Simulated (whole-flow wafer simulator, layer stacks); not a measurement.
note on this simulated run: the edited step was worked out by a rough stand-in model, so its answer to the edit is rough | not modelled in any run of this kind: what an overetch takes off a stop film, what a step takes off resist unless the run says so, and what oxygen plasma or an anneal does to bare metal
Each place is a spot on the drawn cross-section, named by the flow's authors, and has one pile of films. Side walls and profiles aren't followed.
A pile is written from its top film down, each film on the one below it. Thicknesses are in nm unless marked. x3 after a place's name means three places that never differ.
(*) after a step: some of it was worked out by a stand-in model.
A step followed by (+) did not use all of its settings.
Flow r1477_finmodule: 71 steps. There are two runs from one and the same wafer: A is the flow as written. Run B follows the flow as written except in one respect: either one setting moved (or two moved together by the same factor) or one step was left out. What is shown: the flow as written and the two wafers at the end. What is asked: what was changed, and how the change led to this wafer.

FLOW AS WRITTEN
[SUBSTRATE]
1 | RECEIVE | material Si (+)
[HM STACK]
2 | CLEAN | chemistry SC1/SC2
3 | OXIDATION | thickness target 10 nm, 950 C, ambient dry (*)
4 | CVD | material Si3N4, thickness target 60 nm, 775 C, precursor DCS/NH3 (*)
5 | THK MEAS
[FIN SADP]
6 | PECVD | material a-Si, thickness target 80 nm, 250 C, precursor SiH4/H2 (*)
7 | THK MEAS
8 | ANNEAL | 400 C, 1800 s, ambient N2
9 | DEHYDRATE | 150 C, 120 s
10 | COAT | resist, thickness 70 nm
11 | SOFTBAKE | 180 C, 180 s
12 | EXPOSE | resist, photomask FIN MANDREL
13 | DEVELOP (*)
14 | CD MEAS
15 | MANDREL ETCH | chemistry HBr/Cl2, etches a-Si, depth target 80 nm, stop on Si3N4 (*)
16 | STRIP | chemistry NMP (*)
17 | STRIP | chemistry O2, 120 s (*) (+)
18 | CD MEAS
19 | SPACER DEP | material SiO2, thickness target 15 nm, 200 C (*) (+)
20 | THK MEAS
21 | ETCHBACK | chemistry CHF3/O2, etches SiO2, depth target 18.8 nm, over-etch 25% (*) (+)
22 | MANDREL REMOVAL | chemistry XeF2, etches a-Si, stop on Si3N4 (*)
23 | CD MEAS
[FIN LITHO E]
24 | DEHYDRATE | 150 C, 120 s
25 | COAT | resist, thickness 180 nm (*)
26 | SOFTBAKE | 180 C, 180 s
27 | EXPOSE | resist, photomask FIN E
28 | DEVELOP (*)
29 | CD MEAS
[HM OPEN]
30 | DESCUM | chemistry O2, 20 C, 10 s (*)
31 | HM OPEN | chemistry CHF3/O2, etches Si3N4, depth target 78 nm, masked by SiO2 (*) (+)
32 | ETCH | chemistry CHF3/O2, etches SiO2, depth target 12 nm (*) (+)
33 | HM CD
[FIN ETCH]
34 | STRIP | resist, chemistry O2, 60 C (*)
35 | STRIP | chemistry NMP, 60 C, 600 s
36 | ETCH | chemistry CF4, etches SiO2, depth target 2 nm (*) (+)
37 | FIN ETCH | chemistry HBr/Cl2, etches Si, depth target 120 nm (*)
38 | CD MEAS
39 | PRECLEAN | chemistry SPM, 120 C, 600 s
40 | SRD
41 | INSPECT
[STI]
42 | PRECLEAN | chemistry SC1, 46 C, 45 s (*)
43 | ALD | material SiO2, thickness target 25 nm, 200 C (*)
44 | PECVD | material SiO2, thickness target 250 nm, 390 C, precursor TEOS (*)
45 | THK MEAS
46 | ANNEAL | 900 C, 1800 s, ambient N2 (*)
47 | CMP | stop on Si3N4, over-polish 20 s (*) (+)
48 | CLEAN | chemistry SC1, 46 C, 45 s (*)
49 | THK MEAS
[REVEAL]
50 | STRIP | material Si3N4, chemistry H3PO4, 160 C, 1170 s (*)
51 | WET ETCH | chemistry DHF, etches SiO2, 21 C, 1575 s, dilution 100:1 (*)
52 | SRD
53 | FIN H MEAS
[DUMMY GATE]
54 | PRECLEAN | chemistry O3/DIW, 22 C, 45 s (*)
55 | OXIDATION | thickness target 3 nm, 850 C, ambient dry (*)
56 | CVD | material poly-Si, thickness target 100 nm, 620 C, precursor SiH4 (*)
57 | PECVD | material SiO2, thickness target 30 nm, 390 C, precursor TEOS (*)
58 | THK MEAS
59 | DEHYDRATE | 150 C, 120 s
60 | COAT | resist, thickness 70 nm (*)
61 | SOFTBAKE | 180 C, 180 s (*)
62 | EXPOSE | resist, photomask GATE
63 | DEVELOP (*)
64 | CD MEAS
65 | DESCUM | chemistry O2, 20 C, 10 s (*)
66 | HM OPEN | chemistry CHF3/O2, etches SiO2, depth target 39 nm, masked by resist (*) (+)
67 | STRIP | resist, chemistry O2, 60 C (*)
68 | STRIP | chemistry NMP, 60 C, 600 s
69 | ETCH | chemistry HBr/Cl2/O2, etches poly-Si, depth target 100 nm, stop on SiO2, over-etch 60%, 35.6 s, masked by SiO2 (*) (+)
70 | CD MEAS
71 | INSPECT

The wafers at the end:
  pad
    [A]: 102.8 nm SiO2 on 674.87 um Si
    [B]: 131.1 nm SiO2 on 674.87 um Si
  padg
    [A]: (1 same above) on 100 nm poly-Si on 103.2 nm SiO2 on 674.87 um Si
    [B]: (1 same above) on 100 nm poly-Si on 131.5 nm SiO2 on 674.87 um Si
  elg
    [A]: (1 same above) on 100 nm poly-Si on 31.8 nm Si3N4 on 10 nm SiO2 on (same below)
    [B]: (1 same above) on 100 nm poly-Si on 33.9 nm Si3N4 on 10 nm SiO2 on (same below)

Cause: step 51, WET ETCH: 1055 s was run, though the flow has 1575 s.

Step by step, how the change led to this:
  51 | WET ETCH | chemistry DHF, etches SiO2, 21 C, 1575 s, dilution 100:1 (*)
      pad, padg, e40sg and 12 more: A -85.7 SiO2 | B -57.4 SiO2
      elg, e40lg, e100lg, e200lg, elo, e40lo, e100lo, e200lo: A -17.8 SiO2 (all of it), -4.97 Si3N4 | B -17.8 SiO2 (all of it), -2.85 Si3N4
      (and at 7 other places as well)
  56 | CVD | material poly-Si, thickness target 100 nm, 620 C, precursor SiH4 (*)
      s40sg_line, s45sg_line, s50sg_line, s40so_line, s45so_line, s50so_line: A +100 poly-Si (new film) | B +105.5 poly-Si (new film)
      s40cg, s40co: A +113.9 poly-Si (new film) | B +100 poly-Si (new film)
      (and at 5 other places as well)
  60 | COAT | resist, thickness 70 nm (*)
      e40sg, eso, e40so: A +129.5 resist (new film) | B +104.6 resist (new film)
      e100sg, e100so: A +129.4 resist (new film) | B +104.6 resist (new film)
      (and at 20 other places as well)
  63 | DEVELOP (*)
      eso, e40so: A -129.5 resist (all of it) | B -104.6 resist (all of it)
      e100so: A -129.4 resist (all of it) | B -104.6 resist (all of it)
      (and at 10 other places as well)
  67 | STRIP | resist, chemistry O2, 60 C (*)
      e40lg, e100lg, e200lg: A -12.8 resist (all of it) | B -14.1 resist (all of it)
      e40sg: A -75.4 resist (all of it) | B -50.5 resist (all of it)
      (and at 11 other places as well)
  69 | ETCH | chemistry HBr/Cl2/O2, etches poly-Si, depth target 100 nm, stop on SiO2, over-etch 60%, 35.6 s, masked by SiO2 (*) (+)
      s40so_line, s45so_line, s50so_line: A -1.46 chemical SiO2 (all of it), -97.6 poly-Si (all of it), -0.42 SiO2 | B -1.32 chemical SiO2 (all of it), -103.1 poly-Si (all of it), -0.28 SiO2
      s40co: A -1.46 chemical SiO2 (all of it), -111.5 poly-Si (all of it), -0.24 SiO2 | B -1.32 chemical SiO2 (all of it), -97.6 poly-Si (all of it), -0.42 SiO2
      (and at 2 other places as well)
